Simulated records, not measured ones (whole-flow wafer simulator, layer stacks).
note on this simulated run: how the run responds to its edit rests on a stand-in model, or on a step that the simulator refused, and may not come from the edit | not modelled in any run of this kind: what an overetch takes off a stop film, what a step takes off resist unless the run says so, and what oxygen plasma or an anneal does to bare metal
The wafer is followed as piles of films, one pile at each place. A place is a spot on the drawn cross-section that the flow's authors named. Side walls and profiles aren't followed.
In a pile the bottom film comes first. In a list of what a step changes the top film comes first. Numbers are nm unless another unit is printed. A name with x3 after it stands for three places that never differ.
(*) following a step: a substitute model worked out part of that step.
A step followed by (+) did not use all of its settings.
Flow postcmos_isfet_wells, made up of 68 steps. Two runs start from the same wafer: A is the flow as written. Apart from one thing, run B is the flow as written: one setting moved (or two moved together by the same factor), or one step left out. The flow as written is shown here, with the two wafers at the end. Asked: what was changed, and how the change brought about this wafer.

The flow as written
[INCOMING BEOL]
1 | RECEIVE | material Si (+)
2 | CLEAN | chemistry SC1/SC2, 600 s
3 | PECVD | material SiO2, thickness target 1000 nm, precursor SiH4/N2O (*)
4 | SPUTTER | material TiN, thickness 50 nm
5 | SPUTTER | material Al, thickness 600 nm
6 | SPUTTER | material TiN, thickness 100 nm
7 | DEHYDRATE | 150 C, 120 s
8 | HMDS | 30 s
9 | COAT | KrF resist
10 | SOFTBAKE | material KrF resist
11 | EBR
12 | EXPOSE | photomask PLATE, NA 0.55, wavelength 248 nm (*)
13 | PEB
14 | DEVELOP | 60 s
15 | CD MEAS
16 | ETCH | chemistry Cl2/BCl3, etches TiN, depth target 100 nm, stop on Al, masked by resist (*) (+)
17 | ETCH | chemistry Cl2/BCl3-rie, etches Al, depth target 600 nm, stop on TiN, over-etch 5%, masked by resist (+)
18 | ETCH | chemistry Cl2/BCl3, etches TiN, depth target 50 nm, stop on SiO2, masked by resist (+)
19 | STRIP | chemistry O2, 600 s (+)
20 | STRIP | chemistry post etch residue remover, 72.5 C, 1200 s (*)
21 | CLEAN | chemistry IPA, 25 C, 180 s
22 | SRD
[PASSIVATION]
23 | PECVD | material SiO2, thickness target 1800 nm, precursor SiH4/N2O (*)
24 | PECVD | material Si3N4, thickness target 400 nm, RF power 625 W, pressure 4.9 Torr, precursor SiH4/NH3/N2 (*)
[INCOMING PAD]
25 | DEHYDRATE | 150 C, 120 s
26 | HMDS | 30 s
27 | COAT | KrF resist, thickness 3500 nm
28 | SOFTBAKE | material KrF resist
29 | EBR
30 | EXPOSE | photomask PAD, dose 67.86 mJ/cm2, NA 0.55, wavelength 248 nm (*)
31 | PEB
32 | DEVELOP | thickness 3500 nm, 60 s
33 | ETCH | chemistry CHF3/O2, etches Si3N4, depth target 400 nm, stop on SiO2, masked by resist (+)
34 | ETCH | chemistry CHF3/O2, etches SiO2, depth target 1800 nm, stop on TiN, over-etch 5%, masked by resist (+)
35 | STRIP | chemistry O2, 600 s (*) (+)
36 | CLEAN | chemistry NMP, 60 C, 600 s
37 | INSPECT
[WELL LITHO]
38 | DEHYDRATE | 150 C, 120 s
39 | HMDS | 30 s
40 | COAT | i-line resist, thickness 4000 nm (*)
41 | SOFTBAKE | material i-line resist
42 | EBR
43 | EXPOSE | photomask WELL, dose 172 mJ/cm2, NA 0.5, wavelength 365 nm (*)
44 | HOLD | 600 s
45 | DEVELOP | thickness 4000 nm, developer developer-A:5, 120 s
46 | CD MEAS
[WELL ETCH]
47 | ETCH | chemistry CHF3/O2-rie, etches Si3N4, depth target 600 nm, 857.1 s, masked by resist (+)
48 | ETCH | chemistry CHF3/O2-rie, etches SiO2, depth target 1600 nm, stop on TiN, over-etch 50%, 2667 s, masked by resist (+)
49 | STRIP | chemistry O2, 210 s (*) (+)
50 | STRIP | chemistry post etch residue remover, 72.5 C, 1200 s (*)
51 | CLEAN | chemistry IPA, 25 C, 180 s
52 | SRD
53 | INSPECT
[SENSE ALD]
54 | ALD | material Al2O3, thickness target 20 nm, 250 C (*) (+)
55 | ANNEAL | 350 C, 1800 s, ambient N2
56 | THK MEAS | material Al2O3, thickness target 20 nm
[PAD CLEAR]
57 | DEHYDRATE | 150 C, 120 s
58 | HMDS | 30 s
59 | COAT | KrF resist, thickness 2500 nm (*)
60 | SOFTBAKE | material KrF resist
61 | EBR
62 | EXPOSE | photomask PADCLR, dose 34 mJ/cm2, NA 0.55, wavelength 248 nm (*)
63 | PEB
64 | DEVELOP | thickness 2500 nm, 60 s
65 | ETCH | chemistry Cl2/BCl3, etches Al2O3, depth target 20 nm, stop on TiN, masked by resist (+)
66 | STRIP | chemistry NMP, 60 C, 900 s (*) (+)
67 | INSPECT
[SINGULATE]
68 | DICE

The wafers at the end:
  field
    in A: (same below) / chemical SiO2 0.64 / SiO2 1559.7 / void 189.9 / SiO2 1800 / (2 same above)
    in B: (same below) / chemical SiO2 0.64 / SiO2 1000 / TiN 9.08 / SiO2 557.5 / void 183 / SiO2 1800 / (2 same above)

What caused this: step 18, ETCH: depth target 40.5 nm was run, while the flow as written has depth target 50 nm.

The path from the change to this, step by step:
  18 | ETCH | chemistry Cl2/BCl3, etches TiN, depth target 50 nm, stop on SiO2, masked by resist (+)
      field: A TiN loses 50 (all of it) | B TiN loses 40.5
      margin, well900, well1300 x3, pad_rim, pad_clr, pad_open: A KrF resist loses 20 | B KrF resist loses 16.2
  23 | PECVD | material SiO2, thickness target 1800 nm, precursor SiH4/N2O (*)
      field: A SiO2 gains 1800 (new film), void gains 189.9 (new film), SiO2 gains 559.7 | B SiO2 gains 1800 (new film), void gains 183 (new film), SiO2 gains 557.5 (new film)
Taking metal films that touch as one body, field has 1 body; the flow as written gives 0 bodies.
